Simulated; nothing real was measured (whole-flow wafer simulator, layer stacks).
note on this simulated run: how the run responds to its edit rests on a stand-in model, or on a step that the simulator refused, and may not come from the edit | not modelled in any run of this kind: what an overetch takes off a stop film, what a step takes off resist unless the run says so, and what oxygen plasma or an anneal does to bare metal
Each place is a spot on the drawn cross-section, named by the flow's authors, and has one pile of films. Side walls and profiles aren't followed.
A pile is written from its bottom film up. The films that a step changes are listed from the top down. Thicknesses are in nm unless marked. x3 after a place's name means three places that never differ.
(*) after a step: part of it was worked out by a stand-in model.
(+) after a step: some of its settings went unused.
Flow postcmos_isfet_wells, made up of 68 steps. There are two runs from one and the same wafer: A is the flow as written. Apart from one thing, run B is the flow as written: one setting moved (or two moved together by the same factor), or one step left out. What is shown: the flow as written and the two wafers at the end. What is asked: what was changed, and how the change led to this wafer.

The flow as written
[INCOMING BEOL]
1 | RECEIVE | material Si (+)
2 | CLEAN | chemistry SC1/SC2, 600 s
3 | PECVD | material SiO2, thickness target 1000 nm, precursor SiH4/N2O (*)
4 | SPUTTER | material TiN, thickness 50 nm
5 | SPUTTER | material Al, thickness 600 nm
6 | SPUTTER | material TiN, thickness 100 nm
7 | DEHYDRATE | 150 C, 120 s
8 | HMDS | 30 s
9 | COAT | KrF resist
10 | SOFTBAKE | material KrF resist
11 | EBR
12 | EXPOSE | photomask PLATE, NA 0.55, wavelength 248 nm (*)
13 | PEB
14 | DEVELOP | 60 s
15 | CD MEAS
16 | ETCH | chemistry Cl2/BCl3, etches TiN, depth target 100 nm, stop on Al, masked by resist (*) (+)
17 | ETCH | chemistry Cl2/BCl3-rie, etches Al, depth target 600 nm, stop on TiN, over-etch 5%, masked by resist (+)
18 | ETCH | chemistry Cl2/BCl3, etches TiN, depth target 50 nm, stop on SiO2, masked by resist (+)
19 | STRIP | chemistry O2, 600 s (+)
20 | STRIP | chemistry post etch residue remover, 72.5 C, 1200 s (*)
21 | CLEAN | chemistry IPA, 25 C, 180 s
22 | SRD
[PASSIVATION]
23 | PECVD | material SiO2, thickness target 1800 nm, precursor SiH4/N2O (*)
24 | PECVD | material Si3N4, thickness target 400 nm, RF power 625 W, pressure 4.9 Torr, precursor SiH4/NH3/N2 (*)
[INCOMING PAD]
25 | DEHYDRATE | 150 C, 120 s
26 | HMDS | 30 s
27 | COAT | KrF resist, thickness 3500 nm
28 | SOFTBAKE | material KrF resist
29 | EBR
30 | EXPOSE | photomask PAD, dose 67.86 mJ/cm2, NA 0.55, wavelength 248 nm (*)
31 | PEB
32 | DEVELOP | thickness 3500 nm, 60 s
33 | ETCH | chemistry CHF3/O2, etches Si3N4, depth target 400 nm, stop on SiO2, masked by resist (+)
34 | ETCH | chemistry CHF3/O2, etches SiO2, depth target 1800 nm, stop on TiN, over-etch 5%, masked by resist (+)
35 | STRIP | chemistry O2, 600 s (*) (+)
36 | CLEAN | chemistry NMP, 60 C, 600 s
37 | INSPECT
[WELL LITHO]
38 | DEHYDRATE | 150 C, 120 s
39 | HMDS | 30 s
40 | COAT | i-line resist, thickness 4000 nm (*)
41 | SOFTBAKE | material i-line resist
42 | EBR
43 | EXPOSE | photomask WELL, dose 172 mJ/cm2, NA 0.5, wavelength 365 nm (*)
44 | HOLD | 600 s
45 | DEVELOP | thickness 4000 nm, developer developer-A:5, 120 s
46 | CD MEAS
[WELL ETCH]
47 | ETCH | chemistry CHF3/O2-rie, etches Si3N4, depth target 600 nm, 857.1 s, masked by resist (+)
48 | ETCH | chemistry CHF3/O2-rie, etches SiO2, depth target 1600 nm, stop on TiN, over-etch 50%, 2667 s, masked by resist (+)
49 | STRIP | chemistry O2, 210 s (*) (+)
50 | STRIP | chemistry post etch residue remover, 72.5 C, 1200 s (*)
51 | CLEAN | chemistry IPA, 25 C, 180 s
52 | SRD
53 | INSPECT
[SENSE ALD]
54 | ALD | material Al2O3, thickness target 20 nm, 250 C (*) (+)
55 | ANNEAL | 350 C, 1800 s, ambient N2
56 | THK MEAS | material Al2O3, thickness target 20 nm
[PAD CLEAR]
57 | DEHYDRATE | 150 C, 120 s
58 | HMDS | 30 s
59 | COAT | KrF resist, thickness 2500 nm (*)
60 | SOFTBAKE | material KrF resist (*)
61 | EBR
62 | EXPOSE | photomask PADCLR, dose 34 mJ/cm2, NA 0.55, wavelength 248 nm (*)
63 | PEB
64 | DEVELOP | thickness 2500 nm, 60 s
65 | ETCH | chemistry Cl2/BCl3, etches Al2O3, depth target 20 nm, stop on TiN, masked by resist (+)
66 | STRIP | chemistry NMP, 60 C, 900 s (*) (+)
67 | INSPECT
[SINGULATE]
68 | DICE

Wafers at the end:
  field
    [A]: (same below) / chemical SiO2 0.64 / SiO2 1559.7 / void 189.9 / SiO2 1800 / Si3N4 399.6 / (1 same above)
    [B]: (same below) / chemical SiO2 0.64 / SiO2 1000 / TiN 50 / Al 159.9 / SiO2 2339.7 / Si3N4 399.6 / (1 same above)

What caused this: step 17, ETCH: depth target 384.4 nm was run, whereas the flow has depth target 600 nm.

The path from the change to this, step by step:
  17 | ETCH | chemistry Cl2/BCl3-rie, etches Al, depth target 600 nm, stop on TiN, over-etch 5%, masked by resist (+)
      field: A Al loses 600 (all of it) | B Al loses 384.4
      margin, well900, well1300, well2000, well3000, pad_rim, pad_clr, pad_open: A KrF resist loses 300 | B KrF resist loses 192.2
  18 | ETCH | chemistry Cl2/BCl3, etches TiN, depth target 50 nm, stop on SiO2, masked by resist (+)
      field: A TiN loses 50 (all of it) | B Al loses 50
  19 | STRIP | chemistry O2, 600 s (+)
      margin, well900, well1300, well2000, well3000, pad_rim, pad_clr, pad_open: A KrF resist loses 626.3 (all of it) | B KrF resist loses 734.1 (all of it)
  20 | STRIP | chemistry post etch residue remover, 72.5 C, 1200 s (*)
      field: A nothing | B Al loses 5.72
  23 | PECVD | material SiO2, thickness target 1800 nm, precursor SiH4/N2O (*)
      field: A SiO2 gains 1800 (new film), void gains 189.9 (new film), SiO2 gains 559.7 | B SiO2 gains 2339.7 (new film)
With metal films that touch counted as one body, field has 1 body; the flow as written gives 0 bodies.
